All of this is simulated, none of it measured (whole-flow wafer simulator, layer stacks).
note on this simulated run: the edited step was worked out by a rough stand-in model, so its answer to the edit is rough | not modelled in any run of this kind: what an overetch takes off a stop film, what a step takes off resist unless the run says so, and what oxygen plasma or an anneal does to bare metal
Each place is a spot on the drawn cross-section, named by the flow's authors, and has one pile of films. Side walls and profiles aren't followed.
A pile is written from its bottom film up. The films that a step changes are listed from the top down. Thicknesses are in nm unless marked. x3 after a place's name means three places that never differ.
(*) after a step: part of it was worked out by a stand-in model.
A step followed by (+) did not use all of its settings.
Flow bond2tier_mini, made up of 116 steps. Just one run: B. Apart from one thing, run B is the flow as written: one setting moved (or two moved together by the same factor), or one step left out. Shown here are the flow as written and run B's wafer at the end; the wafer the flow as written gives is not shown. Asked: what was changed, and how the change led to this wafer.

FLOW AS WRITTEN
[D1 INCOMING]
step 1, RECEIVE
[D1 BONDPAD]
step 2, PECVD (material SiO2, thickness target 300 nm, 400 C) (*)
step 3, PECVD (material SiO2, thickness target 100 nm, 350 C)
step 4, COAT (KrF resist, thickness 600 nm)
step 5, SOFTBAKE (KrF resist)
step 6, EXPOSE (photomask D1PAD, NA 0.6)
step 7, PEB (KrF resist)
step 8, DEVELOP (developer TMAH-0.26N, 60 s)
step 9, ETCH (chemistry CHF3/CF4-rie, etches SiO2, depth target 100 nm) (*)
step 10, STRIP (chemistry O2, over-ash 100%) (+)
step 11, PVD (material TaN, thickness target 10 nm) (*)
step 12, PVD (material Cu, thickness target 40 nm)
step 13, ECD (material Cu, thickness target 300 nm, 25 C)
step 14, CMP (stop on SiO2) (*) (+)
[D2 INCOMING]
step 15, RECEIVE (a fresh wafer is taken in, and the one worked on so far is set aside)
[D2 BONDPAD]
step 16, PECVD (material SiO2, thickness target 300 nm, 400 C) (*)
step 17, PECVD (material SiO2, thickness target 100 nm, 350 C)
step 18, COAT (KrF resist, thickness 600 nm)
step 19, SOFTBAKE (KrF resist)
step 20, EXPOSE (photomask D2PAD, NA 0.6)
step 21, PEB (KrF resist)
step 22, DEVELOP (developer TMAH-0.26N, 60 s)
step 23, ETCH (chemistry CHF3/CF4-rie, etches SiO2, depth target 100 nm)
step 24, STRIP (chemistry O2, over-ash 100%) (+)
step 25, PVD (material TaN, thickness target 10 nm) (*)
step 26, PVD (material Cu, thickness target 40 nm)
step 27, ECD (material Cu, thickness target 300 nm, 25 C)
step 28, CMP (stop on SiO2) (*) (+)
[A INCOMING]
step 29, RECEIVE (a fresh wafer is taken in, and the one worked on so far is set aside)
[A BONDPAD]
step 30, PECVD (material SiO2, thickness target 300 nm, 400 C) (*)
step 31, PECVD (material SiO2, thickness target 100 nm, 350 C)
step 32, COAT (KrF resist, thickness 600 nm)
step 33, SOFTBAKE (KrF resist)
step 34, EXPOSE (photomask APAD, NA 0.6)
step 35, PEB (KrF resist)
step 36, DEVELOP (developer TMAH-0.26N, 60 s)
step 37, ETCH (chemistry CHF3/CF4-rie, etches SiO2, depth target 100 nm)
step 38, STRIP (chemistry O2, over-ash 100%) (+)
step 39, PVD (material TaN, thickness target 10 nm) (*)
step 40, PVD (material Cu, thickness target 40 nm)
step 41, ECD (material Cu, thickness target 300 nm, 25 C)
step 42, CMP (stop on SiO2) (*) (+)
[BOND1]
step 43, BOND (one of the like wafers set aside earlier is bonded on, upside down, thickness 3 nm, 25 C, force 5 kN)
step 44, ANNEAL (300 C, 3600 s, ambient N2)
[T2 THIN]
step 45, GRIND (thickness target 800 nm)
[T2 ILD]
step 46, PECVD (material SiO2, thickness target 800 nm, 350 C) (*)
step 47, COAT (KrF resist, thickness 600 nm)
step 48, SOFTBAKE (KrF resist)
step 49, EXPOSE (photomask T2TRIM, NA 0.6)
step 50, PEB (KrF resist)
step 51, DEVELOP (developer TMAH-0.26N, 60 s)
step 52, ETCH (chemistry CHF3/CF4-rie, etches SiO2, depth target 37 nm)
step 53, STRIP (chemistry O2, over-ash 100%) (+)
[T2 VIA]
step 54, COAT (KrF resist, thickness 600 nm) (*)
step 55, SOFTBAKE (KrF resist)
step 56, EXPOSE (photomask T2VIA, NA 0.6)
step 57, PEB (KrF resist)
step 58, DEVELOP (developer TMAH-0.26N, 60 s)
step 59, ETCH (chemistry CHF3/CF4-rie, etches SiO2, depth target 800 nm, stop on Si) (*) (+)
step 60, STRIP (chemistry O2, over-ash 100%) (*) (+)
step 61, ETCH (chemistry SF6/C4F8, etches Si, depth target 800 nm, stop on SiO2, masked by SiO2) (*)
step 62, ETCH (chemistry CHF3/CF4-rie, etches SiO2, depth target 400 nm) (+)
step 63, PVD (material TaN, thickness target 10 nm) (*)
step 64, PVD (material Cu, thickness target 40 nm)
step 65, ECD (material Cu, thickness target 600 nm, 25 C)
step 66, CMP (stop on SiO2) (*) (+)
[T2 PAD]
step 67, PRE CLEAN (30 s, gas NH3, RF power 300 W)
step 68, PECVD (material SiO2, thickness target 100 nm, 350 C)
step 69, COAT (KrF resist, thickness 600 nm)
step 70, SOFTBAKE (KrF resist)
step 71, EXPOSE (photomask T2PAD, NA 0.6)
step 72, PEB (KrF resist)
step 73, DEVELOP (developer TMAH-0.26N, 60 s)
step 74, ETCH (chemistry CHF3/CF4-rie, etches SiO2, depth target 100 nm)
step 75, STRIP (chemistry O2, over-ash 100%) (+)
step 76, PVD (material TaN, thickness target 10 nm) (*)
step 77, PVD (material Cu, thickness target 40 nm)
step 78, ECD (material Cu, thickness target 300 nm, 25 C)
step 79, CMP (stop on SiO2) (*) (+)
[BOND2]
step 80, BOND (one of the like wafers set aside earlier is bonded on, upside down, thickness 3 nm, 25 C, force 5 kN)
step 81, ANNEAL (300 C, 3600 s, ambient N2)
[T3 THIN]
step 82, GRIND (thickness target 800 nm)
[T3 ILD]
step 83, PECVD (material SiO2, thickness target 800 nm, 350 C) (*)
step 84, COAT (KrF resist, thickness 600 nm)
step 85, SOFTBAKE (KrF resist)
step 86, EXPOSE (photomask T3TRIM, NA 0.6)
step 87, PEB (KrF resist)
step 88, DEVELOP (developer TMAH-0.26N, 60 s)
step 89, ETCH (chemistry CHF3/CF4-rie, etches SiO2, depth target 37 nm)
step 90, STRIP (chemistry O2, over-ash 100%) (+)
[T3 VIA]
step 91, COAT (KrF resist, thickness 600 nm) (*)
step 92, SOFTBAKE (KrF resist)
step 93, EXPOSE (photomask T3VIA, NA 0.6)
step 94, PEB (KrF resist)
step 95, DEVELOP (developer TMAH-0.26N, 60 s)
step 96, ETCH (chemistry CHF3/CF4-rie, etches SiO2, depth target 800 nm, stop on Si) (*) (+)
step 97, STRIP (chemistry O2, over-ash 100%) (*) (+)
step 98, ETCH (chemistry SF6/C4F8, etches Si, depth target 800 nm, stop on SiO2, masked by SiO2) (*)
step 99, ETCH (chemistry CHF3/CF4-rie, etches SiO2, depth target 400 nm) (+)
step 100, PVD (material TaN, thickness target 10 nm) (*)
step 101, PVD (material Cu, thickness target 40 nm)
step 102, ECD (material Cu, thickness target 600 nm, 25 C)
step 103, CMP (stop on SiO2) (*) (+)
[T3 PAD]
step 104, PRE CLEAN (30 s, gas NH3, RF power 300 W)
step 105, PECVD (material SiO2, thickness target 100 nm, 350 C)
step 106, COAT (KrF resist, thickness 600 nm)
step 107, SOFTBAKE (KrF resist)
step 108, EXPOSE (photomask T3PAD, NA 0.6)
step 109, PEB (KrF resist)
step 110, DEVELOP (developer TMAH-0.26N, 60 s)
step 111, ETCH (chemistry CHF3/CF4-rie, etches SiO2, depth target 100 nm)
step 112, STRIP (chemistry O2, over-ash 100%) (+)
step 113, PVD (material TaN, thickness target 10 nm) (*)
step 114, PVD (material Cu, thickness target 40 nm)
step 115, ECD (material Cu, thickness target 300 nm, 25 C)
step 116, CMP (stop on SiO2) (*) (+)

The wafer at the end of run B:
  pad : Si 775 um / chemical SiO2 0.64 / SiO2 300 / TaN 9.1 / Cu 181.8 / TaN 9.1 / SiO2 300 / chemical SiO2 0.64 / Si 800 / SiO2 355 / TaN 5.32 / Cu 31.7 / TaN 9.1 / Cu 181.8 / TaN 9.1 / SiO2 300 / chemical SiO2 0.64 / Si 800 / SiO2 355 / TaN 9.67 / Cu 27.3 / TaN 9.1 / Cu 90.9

The reason: step 63, PVD: thickness target 5.5 nm was run, whereas the flow has thickness target 10 nm.

How this came from the change, step by step:
  step 63, PVD (material TaN, thickness target 10 nm) (*)
      field: TaN gains 5.5 (new film) (it would be, as written: TaN gains 10 (new film))
      pad: TaN gains 5.32 (new film) (it would be, as written: TaN gains 9.67 (new film))
  step 66, CMP (stop on SiO2) (*) (+)
      field: Cu loses 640 (all of it), TaN loses 5.5 (all of it) (it would be, as written: Cu loses 640 (all of it), TaN loses 10 (all of it))
